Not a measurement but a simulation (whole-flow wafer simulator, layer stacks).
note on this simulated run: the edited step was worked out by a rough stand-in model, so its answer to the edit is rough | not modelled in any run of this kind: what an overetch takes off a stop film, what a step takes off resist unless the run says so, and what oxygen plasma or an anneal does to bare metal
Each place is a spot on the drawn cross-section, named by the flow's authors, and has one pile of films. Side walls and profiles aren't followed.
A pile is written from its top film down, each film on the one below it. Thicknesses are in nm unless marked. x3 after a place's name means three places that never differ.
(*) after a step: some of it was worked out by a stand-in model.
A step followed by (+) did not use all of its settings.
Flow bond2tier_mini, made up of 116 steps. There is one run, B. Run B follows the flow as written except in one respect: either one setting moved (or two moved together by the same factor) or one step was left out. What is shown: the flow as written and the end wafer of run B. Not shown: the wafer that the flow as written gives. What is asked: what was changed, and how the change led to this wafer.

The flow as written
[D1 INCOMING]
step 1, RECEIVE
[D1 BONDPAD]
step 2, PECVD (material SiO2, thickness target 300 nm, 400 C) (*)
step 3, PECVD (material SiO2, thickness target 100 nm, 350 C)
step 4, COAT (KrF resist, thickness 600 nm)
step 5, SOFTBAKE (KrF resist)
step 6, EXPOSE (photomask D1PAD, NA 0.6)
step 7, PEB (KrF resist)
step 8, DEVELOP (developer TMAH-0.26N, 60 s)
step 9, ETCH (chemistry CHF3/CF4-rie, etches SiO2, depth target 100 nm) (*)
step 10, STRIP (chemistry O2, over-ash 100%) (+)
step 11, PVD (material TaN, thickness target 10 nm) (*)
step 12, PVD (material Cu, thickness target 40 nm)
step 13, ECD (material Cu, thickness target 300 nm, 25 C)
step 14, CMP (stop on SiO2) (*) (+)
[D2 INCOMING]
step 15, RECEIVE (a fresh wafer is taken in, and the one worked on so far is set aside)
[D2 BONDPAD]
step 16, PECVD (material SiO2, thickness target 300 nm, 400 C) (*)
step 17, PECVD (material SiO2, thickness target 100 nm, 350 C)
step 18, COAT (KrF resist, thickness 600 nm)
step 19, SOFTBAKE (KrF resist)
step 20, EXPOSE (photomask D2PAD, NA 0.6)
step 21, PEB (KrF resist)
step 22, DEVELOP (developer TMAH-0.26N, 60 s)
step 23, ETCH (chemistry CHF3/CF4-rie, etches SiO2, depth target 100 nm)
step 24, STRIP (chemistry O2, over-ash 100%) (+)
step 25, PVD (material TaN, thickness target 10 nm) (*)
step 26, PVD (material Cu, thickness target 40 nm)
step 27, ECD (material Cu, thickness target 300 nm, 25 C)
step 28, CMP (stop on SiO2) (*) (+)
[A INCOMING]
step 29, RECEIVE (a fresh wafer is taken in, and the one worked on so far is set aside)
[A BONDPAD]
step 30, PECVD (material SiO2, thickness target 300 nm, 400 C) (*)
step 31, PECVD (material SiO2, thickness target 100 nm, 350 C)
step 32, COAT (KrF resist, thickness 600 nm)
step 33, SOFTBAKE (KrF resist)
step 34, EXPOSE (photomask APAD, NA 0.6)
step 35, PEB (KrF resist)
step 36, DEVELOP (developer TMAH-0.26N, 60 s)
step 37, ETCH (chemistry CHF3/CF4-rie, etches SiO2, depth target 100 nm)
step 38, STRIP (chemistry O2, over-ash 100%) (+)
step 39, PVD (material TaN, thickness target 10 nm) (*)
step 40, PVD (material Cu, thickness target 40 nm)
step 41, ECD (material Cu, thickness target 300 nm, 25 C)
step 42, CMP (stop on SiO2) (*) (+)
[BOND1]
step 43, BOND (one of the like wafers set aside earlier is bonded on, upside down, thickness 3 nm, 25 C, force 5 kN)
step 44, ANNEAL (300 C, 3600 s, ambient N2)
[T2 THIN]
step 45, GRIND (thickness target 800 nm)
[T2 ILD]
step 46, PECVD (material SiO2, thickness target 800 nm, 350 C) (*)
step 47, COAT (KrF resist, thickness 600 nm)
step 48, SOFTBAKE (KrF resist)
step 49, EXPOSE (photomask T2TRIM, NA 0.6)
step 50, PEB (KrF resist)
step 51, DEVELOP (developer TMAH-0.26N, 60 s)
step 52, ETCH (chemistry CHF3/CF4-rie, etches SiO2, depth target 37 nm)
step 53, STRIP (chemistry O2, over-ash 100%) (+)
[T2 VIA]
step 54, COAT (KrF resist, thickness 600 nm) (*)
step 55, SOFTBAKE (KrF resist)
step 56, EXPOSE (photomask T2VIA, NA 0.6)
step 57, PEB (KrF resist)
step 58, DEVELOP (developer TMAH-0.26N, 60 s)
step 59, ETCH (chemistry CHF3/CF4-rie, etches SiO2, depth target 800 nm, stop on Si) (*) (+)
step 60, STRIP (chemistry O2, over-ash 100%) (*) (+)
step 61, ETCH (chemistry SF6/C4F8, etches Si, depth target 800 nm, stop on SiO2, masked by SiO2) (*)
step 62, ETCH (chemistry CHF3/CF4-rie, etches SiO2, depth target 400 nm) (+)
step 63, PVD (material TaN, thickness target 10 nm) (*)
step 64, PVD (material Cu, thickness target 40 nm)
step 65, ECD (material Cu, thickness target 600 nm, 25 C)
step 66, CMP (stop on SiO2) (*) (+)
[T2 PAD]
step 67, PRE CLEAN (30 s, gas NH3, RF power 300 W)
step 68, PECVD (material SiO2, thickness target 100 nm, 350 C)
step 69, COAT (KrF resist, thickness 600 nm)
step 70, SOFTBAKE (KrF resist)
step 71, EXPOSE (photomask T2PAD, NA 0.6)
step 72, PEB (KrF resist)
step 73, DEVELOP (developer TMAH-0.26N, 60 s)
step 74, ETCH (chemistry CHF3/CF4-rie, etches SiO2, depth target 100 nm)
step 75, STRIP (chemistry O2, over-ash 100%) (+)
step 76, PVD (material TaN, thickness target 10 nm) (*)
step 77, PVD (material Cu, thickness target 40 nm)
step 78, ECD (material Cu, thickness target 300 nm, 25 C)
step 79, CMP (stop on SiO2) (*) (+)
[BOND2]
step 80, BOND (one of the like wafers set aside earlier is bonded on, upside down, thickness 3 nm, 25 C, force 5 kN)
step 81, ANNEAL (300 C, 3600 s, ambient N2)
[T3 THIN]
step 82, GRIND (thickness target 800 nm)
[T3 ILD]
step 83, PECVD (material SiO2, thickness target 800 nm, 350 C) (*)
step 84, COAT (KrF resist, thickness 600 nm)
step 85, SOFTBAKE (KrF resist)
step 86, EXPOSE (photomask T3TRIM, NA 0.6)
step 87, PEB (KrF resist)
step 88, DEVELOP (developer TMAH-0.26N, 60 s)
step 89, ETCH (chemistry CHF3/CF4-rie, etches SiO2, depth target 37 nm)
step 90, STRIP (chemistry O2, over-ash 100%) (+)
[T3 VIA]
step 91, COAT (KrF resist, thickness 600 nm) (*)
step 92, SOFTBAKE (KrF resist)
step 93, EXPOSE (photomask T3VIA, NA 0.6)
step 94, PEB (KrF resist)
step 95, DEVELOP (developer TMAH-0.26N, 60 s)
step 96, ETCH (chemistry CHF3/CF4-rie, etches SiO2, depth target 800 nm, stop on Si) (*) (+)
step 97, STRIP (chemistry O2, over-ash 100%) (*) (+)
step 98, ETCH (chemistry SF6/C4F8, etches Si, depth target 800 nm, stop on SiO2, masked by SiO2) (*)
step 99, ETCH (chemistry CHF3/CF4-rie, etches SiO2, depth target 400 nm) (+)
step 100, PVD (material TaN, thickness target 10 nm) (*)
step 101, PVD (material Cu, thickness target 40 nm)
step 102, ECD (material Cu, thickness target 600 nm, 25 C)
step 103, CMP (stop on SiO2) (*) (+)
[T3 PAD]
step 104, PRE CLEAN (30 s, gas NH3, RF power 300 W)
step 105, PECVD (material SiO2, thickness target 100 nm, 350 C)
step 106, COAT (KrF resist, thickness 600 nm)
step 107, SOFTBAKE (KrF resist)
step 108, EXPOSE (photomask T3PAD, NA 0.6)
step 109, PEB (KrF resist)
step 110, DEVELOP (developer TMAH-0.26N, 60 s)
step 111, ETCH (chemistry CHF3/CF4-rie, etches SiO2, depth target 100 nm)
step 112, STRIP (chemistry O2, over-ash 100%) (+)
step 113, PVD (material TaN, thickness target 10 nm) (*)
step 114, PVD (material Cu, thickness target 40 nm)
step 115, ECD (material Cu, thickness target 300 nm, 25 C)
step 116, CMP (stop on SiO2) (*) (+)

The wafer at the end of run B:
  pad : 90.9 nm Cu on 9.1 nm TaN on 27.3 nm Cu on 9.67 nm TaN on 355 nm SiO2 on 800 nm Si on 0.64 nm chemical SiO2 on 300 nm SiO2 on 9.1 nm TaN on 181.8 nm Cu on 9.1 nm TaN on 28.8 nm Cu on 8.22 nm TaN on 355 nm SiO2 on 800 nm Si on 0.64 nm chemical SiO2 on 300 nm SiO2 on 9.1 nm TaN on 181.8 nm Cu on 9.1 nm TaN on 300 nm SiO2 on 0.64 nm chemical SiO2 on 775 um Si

What caused this: step 63, PVD: thickness target 8.5 nm was run, while the flow as written has thickness target 10 nm.

The path from the change to this, step by step:
  step 63, PVD (material TaN, thickness target 10 nm) (*)
      field: +8.5 TaN (new film) (as written it would have been: +10 TaN (new film))
      pad: +8.22 TaN (new film) (as written it would have been: +9.67 TaN (new film))
  step 66, CMP (stop on SiO2) (*) (+)
      field: -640 Cu (all of it), -8.5 TaN (all of it) (as written it would have been: -640 Cu (all of it), -10 TaN (all of it))
